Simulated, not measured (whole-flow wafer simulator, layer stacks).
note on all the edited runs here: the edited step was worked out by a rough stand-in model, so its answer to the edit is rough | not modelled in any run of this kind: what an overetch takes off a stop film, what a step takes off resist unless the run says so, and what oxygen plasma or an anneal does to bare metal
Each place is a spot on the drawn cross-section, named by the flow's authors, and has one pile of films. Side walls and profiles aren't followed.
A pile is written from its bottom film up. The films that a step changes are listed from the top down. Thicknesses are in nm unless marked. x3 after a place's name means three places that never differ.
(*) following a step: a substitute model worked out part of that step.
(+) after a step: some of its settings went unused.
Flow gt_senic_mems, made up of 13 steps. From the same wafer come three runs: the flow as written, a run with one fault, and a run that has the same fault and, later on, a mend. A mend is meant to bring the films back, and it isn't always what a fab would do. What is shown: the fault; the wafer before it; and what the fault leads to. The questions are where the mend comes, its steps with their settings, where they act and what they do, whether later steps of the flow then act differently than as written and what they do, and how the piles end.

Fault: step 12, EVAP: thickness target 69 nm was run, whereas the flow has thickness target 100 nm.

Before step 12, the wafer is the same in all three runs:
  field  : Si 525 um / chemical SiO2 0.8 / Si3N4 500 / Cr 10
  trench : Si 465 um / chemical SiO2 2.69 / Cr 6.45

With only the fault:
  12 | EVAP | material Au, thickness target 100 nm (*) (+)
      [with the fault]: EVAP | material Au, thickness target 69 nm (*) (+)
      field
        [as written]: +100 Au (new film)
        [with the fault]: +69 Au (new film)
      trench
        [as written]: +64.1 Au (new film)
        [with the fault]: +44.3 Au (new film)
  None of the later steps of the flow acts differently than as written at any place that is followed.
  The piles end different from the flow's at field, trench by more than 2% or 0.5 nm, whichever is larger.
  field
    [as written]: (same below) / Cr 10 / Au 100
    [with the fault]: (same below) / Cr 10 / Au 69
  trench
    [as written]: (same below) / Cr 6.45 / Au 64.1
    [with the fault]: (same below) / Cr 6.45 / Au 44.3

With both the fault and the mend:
  After step 13 comes the mend.
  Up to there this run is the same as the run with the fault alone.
  13a | EVAP | material Au, thickness target 31 nm (*) (+) (the flow's step 12 again, with other settings)
      field
        +31 Au
      trench
        +20 Au
  None of the later steps of the flow acts differently than as written at any place that is followed.
  The piles end only slightly different from the flow's at the places that both follow, by no more than 2% or 0.5 nm, whichever is larger.
